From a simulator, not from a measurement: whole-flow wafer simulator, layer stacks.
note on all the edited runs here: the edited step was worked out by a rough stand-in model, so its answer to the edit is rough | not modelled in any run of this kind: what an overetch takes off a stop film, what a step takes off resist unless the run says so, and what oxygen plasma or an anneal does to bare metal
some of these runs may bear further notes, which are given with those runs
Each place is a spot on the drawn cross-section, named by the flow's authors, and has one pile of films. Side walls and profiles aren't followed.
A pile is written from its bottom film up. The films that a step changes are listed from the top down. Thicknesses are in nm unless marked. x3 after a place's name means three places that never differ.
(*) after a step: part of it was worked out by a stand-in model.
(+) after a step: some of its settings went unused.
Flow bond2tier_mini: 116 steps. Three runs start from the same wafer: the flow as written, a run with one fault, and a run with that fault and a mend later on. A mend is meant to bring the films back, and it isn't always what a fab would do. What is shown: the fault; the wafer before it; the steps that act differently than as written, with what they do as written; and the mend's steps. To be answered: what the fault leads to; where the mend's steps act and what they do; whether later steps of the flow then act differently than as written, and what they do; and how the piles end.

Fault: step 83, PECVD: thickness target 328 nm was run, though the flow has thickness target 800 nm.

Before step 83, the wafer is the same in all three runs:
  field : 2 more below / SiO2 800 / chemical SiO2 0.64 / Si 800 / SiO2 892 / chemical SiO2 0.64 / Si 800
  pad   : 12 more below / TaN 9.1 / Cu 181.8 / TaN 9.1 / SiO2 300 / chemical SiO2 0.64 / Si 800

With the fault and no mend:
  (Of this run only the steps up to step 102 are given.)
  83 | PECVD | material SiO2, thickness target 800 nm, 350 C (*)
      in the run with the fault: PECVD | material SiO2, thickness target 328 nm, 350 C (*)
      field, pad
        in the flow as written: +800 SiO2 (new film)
        in the run with the fault: +328 SiO2 (new film)
  Steps further on in the flow that do not act as written (not shown: 1 more step that differs only slightly, by at most 2% or 0.5 nm, whichever is larger):
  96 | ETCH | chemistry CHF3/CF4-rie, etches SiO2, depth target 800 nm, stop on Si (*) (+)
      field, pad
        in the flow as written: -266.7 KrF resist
        in the run with the fault: -145.5 KrF resist
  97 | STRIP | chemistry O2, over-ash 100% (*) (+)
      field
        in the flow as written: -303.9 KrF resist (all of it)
        in the run with the fault: -425.1 KrF resist (all of it)
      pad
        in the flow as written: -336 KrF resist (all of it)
        in the run with the fault: -457.1 KrF resist (all of it)
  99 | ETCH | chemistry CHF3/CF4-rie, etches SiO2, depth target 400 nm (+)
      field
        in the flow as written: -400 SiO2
        in the run with the fault: -320 SiO2 (all of it), -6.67 Si
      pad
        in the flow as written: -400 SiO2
        in the run with the fault: -283 SiO2 (all of it), -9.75 Si
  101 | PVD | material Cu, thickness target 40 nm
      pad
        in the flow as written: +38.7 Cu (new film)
        in the run with the fault: +40 Cu (new film)
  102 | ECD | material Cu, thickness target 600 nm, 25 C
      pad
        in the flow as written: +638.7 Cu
        in the run with the fault: +603.1 Cu
  The piles after step 102 differ from the flow's at field, pad by more than 2% or 0.5 nm, whichever is larger.
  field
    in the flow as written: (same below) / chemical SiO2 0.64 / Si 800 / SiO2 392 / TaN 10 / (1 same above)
    in the run with the fault: (same below) / chemical SiO2 0.64 / Si 793.3 / TaN 10 / (1 same above)
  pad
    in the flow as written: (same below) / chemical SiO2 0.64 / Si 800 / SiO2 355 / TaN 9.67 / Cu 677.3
    in the run with the fault: (same below) / chemical SiO2 0.64 / Si 790.2 / TaN 10 / Cu 643.1

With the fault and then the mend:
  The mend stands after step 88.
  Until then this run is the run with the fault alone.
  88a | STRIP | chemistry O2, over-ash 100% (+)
      field
        -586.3 KrF resist (all of it)
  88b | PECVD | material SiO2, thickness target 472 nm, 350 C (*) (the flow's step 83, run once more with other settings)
      field, pad
        +472 SiO2
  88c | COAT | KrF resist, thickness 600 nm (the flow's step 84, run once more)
      field, pad
        +600 KrF resist (new film)
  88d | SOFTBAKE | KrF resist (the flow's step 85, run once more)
      leaves every film unchanged at each place that is followed
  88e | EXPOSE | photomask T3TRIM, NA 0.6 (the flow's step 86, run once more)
      leaves every film unchanged at each place that is followed
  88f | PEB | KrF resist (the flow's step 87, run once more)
      leaves every film unchanged at each place that is followed
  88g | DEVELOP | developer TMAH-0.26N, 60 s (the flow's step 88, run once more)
      field
        -13.7 KrF resist
      pad
        -600 KrF resist (all of it)
  Later steps of the flow that are run all act as written at every place that is followed.
  At every place that both follow, the piles at the end match the flow's.
